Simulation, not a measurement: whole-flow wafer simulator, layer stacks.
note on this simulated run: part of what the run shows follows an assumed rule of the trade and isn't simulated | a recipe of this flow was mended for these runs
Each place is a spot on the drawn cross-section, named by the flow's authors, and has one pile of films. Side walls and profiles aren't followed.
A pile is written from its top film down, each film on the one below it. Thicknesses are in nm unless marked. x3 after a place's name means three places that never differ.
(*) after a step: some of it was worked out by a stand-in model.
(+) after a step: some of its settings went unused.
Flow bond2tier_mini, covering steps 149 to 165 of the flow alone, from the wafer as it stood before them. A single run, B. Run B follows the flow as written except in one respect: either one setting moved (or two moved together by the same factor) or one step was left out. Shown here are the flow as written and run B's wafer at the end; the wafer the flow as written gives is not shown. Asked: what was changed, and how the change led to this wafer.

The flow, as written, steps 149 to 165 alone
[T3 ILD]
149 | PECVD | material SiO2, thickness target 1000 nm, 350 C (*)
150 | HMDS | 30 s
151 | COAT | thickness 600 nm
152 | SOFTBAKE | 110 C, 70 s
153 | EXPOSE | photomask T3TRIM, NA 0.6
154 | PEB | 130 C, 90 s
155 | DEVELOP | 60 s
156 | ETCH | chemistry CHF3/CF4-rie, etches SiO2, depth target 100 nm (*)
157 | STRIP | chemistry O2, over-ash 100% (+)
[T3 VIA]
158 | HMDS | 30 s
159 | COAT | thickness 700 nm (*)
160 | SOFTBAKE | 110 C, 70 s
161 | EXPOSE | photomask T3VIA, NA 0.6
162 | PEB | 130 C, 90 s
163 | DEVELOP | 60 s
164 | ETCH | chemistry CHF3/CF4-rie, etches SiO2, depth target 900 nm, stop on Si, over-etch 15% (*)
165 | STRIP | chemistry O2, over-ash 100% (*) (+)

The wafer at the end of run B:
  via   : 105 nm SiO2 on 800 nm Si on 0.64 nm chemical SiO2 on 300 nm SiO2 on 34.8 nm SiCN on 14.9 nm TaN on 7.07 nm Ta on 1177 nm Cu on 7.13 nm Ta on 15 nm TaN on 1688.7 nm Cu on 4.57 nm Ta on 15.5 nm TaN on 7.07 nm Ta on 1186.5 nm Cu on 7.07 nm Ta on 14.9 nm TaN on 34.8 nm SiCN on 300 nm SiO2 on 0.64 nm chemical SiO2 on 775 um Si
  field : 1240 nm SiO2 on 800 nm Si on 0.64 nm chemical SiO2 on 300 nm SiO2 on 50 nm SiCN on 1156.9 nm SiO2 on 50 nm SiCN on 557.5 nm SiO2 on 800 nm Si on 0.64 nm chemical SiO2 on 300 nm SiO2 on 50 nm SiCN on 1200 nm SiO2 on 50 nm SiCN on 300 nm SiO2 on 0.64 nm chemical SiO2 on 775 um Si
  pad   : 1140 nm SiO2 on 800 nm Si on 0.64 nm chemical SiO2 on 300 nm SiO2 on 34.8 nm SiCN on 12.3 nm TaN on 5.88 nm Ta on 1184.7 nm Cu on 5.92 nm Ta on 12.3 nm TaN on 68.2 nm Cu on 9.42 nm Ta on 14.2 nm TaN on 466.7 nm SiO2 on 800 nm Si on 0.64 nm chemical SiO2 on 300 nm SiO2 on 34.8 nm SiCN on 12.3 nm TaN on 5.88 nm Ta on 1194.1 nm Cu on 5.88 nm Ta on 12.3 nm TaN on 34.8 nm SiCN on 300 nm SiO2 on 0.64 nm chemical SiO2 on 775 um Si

Cause: step 149, PECVD: thickness target 1240 nm was run, while the flow as written has thickness target 1000 nm.
The wafer itself shows it: field has SiO2 1240, and step 149 as written asks for 1000 nm.

How this came from the change, step by step:
  149 | PECVD | material SiO2, thickness target 1000 nm, 350 C (*)
      field, pad, via: SiO2 gains 1240 (new film) (in the flow as written it would be: SiO2 gains 1000 (new film))
  164 | ETCH | chemistry CHF3/CF4-rie, etches SiO2, depth target 900 nm, stop on Si, over-etch 15% (*)
      via: SiO2 loses 1035 (in the flow as written it would be: SiO2 loses 900 (all of it), Si loses 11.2)
